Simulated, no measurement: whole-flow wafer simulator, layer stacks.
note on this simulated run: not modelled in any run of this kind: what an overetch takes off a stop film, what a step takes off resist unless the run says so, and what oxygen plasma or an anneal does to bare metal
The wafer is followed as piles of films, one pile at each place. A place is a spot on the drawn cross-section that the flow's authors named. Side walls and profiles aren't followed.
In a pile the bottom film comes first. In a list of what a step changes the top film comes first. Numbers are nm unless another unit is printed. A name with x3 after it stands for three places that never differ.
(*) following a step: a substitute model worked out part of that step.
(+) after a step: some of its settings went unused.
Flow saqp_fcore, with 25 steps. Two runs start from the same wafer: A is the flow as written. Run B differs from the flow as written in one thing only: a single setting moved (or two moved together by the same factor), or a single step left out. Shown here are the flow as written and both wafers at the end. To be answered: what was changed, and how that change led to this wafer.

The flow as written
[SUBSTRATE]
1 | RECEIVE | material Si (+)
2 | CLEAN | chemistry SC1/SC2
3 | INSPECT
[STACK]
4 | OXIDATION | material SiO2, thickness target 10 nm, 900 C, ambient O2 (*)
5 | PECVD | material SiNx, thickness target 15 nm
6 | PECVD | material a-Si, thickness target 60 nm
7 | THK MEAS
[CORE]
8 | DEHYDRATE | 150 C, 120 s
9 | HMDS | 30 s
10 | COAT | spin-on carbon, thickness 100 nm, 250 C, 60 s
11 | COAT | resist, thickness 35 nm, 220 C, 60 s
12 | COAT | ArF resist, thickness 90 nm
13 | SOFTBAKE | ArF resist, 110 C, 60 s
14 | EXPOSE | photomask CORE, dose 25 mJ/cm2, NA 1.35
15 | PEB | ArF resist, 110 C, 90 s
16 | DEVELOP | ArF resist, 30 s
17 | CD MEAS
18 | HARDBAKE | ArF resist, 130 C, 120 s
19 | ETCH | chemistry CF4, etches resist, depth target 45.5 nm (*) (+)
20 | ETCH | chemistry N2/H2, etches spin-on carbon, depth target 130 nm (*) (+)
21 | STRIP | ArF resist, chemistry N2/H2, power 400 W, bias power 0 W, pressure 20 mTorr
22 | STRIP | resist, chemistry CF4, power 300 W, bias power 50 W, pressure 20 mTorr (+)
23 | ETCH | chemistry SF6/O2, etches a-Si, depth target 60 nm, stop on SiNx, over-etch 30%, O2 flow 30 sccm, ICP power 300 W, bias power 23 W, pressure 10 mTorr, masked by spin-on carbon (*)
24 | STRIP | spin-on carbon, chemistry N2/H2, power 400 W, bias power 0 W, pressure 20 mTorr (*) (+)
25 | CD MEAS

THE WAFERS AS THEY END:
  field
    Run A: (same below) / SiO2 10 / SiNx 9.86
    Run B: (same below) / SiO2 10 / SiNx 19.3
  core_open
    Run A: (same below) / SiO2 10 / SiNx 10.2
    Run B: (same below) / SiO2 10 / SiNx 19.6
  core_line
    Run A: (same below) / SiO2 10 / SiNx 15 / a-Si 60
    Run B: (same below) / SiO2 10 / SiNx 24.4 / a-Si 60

Cause: step 5, PECVD: thickness target 24.4 nm was run, though the flow has thickness target 15 nm.
The wafer lets one read it off: core_line has SiNx 24.4, and step 5 as written asks for 15 nm.

How this came from the change, step by step:
  5 | PECVD | material SiNx, thickness target 15 nm
      field, core_open, core_line: A +15 SiNx (new film) | B +24.4 SiNx (new film)
